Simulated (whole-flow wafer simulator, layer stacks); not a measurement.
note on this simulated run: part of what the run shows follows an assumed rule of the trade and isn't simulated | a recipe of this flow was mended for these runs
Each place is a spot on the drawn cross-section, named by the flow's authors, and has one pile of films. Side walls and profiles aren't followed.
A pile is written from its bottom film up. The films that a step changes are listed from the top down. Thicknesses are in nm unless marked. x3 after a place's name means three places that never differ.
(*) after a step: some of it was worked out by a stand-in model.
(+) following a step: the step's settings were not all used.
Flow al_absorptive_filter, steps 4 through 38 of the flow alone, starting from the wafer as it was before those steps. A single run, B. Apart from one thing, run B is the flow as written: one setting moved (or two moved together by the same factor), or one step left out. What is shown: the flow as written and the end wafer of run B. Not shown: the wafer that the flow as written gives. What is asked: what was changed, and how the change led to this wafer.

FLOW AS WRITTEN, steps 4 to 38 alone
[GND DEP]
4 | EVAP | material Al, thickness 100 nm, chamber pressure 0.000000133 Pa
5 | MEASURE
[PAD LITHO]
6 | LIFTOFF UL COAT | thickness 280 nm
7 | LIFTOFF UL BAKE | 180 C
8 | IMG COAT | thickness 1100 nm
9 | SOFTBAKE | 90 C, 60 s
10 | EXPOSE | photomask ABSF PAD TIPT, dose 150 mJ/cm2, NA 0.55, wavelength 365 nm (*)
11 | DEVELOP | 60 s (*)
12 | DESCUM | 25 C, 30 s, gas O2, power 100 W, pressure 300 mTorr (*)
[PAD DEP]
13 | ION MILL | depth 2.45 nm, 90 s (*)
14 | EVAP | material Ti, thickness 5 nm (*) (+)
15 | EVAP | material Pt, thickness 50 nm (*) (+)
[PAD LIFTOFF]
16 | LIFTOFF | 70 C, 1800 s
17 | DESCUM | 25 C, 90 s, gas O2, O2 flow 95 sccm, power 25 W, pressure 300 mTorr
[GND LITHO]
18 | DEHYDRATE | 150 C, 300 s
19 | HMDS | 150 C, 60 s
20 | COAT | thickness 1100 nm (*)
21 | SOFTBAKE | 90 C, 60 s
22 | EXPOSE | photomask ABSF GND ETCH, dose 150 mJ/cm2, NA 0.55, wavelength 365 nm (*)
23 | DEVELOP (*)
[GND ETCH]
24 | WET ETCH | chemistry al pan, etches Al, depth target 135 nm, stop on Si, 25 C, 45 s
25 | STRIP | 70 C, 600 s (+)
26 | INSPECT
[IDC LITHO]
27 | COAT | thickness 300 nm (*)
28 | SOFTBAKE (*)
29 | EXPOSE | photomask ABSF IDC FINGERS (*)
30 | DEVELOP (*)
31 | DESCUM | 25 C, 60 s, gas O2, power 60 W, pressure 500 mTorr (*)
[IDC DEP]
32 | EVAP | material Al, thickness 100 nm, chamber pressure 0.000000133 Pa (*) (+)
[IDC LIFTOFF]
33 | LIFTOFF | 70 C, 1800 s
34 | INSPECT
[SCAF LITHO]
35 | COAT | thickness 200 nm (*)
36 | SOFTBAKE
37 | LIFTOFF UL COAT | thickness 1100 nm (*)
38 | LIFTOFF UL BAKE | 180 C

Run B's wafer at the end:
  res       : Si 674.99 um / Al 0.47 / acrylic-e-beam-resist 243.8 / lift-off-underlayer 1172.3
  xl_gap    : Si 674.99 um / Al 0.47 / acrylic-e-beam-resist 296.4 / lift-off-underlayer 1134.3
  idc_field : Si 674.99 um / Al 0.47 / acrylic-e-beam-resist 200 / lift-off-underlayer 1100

The reason: step 4, EVAP: thickness 148.8 nm was run, whereas the flow has thickness 100 nm.

How this came from the change, step by step:
  4 | EVAP | material Al, thickness 100 nm, chamber pressure 0.000000133 Pa
      gnd, pad_far, pad_near and 11 more: Al gains 148.8 (new film) (as written it would have been: Al gains 100 (new film))
  24 | WET ETCH | chemistry al pan, etches Al, depth target 135 nm, stop on Si, 25 C, 45 s
      res, xl_gap, idc_field, idc_line, idc_space: Al loses 135 (as written it would have been: Al loses 86.7 (all of it))
  27 | COAT | thickness 300 nm (*)
      ledge: e-beam-resist gains 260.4 (new film) (as written it would have been: e-beam-resist gains 274.4 (new film))
      res: e-beam-resist gains 371.9 (new film) (as written it would have been: e-beam-resist gains 349.6 (new film))
      (and at 2 other places as well)
  31 | DESCUM | 25 C, 60 s, gas O2, power 60 W, pressure 500 mTorr (*)
      idc_line: nothing (as written it would have been: chemical SiO2 gains 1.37 (new film), Si loses 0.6)
  32 | EVAP | material Al, thickness 100 nm, chamber pressure 0.000000133 Pa (*) (+)
      idc_line: Al gains 100 (as written it would have been: Al gains 100 (new film))
  33 | LIFTOFF | 70 C, 1800 s
      ledge: Al loses 100 (all of it), e-beam-resist loses 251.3 (all of it) (as written it would have been: Al loses 100 (all of it), e-beam-resist loses 265.3 (all of it))
      res: Al loses 100 (all of it), e-beam-resist loses 362.9 (all of it) (as written it would have been: Al loses 100 (all of it), e-beam-resist loses 340.6 (all of it))
      (and at 2 other places as well)
  35 | COAT | thickness 200 nm (*)
      ledge: acrylic-e-beam-resist gains 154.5 (new film) (as written it would have been: acrylic-e-beam-resist gains 169.8 (new film))
      res: acrylic-e-beam-resist gains 243.8 (new film) (as written it would have been: acrylic-e-beam-resist gains 231.4 (new film))
      (and at 2 other places as well)
  37 | LIFTOFF UL COAT | thickness 1100 nm (*)
      res: lift-off-underlayer gains 1172.3 (new film) (as written it would have been: lift-off-underlayer gains 1148.2 (new film))
If metal films that touch count as one body, res has 1 body; the flow as written gives 0 bodies.
If metal films that touch count as one body, xl_gap has 1 body; the flow as written gives 0 bodies.
If metal films that touch count as one body, idc_field has 1 body; the flow as written gives 0 bodies.
